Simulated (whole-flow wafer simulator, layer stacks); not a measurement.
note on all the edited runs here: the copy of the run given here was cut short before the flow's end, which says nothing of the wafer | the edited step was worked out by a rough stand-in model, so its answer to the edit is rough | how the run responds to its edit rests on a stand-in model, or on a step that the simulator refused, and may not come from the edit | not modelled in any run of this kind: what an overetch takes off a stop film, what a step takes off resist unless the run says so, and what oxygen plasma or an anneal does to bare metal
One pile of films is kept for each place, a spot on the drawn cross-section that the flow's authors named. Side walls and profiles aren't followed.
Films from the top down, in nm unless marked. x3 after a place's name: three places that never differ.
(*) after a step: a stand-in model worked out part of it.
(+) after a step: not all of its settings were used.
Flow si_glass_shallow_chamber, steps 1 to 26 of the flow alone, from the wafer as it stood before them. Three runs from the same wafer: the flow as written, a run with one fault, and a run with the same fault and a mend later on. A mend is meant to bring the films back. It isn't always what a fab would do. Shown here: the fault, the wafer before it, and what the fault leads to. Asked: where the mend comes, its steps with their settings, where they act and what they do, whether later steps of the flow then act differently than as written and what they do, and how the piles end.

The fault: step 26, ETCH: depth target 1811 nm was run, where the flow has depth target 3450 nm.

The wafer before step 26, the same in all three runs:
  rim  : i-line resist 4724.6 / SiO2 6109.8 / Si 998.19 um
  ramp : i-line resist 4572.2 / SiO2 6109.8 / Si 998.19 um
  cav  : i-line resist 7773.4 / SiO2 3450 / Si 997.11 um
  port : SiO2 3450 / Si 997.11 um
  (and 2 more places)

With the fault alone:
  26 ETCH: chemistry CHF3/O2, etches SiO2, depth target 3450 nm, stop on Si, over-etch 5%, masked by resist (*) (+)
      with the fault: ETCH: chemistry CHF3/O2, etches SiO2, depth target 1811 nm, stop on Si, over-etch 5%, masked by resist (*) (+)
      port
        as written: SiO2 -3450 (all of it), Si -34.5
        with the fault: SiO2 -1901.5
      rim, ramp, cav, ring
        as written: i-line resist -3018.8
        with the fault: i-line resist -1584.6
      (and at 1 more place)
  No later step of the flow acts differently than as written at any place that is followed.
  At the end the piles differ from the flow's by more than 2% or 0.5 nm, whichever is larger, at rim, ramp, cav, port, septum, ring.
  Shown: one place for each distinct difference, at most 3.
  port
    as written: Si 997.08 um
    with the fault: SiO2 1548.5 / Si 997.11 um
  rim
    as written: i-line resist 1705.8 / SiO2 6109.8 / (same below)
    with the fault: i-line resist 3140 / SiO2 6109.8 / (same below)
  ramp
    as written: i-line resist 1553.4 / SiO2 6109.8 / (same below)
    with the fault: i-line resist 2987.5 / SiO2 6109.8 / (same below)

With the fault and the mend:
  The mend comes after step 26.
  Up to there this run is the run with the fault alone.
  26a ETCH: chemistry CHF3/O2, etches SiO2, depth target 1639 nm, stop on Si, over-etch 5%, masked by resist (*) (the flow's step 26 once more, with other settings)
      rim, ramp, cav, septum, ring
        i-line resist -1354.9
      port
        SiO2 -1548.5 (all of it), Si -34.5
  No later step of the flow acts differently than as written at any place that is followed.
  At the end the piles differ from the flow's by more than 2% or 0.5 nm, whichever is larger, at rim, ramp, septum, ring.
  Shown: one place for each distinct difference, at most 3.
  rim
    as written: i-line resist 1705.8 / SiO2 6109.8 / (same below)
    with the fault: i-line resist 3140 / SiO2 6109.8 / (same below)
    with the mend: i-line resist 1785.1 / SiO2 6109.8 / (same below)
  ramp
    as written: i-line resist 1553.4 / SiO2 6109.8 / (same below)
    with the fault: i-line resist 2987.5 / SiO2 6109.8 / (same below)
    with the mend: i-line resist 1632.6 / SiO2 6109.8 / (same below)
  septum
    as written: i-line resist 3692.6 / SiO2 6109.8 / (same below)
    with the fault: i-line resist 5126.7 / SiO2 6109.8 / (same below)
    with the mend: i-line resist 3771.8 / SiO2 6109.8 / (same below)
